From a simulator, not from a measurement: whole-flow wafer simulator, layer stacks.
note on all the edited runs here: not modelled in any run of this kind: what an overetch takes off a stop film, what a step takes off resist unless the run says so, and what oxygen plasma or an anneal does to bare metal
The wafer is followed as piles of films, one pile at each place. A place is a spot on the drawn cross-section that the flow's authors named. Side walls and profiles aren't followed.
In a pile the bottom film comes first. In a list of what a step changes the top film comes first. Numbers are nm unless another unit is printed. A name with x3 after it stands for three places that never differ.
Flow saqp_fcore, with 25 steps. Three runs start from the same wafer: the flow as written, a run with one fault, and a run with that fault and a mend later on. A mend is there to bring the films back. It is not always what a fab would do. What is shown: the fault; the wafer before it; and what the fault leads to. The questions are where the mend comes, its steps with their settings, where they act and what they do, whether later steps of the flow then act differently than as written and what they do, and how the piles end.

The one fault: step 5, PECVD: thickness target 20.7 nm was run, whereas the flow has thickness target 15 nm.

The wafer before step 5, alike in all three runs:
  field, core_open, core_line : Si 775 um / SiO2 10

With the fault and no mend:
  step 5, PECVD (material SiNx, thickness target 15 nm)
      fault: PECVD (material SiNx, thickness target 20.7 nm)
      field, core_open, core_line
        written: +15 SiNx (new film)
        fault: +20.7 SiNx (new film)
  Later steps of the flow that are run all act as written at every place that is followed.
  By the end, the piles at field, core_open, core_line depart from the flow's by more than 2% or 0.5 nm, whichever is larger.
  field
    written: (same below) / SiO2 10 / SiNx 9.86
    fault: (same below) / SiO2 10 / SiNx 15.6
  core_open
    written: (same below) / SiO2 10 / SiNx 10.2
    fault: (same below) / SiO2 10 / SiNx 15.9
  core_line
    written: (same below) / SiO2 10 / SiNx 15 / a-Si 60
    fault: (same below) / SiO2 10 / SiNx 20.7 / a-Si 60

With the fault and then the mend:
  The mend stands after step 5.
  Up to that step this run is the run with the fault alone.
  step 5a, ETCH (chemistry h3po4, depth target 23.8 nm)
      field, core_open, core_line
        -20.7 SiNx (all of it)
  step 5b, PECVD (material SiNx, thickness target 15 nm) (a further turn of the flow's step 5)
      field, core_open, core_line
        +15 SiNx (new film)
  Later steps of the flow that are run all act as written at every place that is followed.
  By the end, the piles equal the flow's at every place that both follow.
